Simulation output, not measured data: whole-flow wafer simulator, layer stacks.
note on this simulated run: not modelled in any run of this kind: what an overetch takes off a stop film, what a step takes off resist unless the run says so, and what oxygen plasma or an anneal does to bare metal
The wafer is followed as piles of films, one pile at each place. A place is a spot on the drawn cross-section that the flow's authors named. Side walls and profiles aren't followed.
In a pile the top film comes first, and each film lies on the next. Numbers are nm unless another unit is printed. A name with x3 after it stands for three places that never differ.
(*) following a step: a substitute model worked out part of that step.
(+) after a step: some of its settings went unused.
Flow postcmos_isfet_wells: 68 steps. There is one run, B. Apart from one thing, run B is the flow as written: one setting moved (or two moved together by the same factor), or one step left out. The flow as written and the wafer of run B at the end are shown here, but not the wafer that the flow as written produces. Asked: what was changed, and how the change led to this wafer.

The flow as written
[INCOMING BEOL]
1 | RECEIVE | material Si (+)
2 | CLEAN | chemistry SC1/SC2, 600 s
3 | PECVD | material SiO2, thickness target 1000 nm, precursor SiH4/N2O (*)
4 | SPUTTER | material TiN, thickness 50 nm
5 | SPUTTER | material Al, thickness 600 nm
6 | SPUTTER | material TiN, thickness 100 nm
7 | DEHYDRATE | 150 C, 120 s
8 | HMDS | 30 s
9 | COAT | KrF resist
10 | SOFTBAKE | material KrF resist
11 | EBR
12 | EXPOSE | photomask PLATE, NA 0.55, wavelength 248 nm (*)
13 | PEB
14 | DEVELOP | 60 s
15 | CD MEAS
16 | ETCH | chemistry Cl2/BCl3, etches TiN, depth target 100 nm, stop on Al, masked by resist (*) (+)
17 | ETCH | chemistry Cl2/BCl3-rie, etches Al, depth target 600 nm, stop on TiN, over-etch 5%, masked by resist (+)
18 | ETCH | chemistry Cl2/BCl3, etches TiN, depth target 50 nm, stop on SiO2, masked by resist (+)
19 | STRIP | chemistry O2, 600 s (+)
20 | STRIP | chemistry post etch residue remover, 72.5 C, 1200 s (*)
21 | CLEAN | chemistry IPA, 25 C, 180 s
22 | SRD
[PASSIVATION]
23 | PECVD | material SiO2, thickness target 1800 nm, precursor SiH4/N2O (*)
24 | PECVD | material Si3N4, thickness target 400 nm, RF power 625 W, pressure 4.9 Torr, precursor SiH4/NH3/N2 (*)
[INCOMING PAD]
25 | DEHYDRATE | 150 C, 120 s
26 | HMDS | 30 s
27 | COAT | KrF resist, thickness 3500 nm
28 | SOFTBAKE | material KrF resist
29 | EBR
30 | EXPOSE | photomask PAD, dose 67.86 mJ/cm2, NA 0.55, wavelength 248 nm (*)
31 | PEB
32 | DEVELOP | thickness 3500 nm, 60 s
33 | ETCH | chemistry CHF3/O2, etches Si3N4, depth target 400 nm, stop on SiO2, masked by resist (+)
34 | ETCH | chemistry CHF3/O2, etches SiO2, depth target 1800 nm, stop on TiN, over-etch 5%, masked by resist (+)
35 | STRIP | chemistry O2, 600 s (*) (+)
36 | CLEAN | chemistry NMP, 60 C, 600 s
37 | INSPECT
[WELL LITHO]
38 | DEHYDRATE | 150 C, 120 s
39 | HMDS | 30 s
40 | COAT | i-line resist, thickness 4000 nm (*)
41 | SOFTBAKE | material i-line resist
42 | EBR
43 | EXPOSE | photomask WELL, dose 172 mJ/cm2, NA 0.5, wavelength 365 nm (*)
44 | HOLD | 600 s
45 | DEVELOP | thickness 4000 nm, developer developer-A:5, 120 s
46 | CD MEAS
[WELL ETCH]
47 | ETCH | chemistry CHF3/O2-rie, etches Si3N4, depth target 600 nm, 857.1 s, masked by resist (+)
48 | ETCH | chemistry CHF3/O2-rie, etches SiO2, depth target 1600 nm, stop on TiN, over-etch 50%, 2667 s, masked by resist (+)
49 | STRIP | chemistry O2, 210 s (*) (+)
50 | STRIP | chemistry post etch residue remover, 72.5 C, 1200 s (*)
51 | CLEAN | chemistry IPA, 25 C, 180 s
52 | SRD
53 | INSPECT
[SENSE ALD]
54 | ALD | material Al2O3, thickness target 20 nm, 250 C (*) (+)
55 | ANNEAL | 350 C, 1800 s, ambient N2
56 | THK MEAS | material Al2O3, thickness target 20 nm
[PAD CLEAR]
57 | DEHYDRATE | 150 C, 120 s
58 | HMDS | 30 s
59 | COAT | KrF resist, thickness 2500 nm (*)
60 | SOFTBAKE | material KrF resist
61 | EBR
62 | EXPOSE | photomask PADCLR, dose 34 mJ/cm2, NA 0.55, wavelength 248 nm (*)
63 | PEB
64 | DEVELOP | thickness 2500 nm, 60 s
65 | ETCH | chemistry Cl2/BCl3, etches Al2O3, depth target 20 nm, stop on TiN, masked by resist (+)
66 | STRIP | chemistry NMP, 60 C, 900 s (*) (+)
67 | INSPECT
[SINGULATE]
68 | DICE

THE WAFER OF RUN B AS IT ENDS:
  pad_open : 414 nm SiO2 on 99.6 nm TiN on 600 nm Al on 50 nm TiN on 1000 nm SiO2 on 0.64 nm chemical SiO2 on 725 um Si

What caused this: step 34, ETCH: depth target 1386 nm was run, while the flow as written has depth target 1800 nm.

Step by step, how the change led to this:
  34 | ETCH | chemistry CHF3/O2, etches SiO2, depth target 1800 nm, stop on TiN, over-etch 5%, masked by resist (+)
      pad_open: SiO2 loses 1386 (it would be, as written: SiO2 loses 1800 (all of it))
      field, margin, well900, well1300 x3, pad_rim, pad_clr: KrF resist loses 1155 (it would be, as written: KrF resist loses 1500)
  35 | STRIP | chemistry O2, 600 s (*) (+)
      field, margin, well900, well1300 x3, pad_rim, pad_clr: KrF resist loses 1958.3 (all of it) (it would be, as written: KrF resist loses 1613.3 (all of it))
  40 | COAT | i-line resist, thickness 4000 nm (*)
      pad_clr: i-line resist gains 3387.5 (new film) (it would be, as written: i-line resist gains 3256.8 (new film))
      pad_open: i-line resist gains 4655.5 (new film) (it would be, as written: i-line resist gains 4804.7 (new film))
  41 | SOFTBAKE | material i-line resist
      pad_clr: i-line resist loses 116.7 (it would be, as written: i-line resist loses 156.7)
      pad_open: i-line resist gains 96.5 (it would be, as written: i-line resist gains 115.3)
  49 | STRIP | chemistry O2, 210 s (*) (+)
      pad_clr: i-line resist loses 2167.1 (all of it) (it would be, as written: i-line resist loses 1996.5 (all of it))
      pad_open: i-line resist loses 3648.3 (all of it) (it would be, as written: i-line resist loses 3816.3 (all of it))
  59 | COAT | KrF resist, thickness 2500 nm (*)
      pad_rim: KrF resist gains 2070.9 (new film) (it would be, as written: KrF resist gains 1976.4 (new film))
      pad_clr: KrF resist gains 1831.7 (new film) (it would be, as written: KrF resist gains 1691.6 (new film))
      (as well as at 1 more place)
  60 | SOFTBAKE | material KrF resist
      pad_clr: KrF resist loses 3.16 (it would be, as written: KrF resist loses 3.77)
  63 | PEB
      pad_rim: KrF resist loses 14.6 (it would be, as written: KrF resist loses 13.9)
      pad_clr: KrF resist loses 12.8 (it would be, as written: KrF resist loses 11.8)
      (as well as at 1 more place)
  64 | DEVELOP | thickness 2500 nm, 60 s
      pad_clr: KrF resist loses 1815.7 (all of it) (it would be, as written: KrF resist loses 1676 (all of it))
      pad_open: KrF resist loses 2941.4 (all of it) (it would be, as written: KrF resist loses 3045.1 (all of it))
  66 | STRIP | chemistry NMP, 60 C, 900 s (*) (+)
      pad_rim: KrF resist loses 2017.3 (all of it) (it would be, as written: KrF resist loses 1923.7 (all of it))
